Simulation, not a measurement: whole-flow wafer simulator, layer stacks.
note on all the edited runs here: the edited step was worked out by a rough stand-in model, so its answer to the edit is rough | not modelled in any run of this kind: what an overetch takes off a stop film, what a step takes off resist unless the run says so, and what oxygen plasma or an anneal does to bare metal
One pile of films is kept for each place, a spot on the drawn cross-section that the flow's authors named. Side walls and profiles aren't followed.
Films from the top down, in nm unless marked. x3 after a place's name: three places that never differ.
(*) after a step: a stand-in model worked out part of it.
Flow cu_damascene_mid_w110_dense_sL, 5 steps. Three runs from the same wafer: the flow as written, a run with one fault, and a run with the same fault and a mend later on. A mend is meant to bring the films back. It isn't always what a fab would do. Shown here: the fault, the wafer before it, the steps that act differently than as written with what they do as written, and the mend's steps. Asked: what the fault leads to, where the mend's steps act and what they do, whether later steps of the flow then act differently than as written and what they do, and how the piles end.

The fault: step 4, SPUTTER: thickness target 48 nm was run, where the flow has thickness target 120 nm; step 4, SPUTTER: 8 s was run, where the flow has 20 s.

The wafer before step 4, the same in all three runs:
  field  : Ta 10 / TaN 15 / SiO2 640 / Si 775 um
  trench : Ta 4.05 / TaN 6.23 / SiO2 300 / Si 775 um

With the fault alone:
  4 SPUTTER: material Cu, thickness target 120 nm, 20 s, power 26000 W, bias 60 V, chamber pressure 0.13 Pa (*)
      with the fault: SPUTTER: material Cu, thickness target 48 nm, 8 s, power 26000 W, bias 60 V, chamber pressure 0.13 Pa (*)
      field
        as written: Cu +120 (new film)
        with the fault: Cu +48 (new film)
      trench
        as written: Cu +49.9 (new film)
        with the fault: Cu +20 (new film)
  Later steps of the flow that act differently than as written:
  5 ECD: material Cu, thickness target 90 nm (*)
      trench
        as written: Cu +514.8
        with the fault: Cu +472.7
  At the end the piles differ from the flow's by more than 2% or 0.5 nm, whichever is larger, at field, trench.
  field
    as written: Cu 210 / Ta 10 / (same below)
    with the fault: Cu 138 / Ta 10 / (same below)
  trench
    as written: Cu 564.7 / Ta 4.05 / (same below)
    with the fault: Cu 492.7 / Ta 4.05 / (same below)

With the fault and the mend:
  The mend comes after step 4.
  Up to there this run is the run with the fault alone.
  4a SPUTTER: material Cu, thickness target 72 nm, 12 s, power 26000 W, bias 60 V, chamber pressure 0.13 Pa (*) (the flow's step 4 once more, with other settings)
      field
        Cu +72
      trench
        Cu +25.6
  No later step of the flow acts differently than as written, at any place that is followed, by more than 2% or 0.5 nm, whichever is larger.
  At the end the piles are the same as the flow's at every place that both follow.
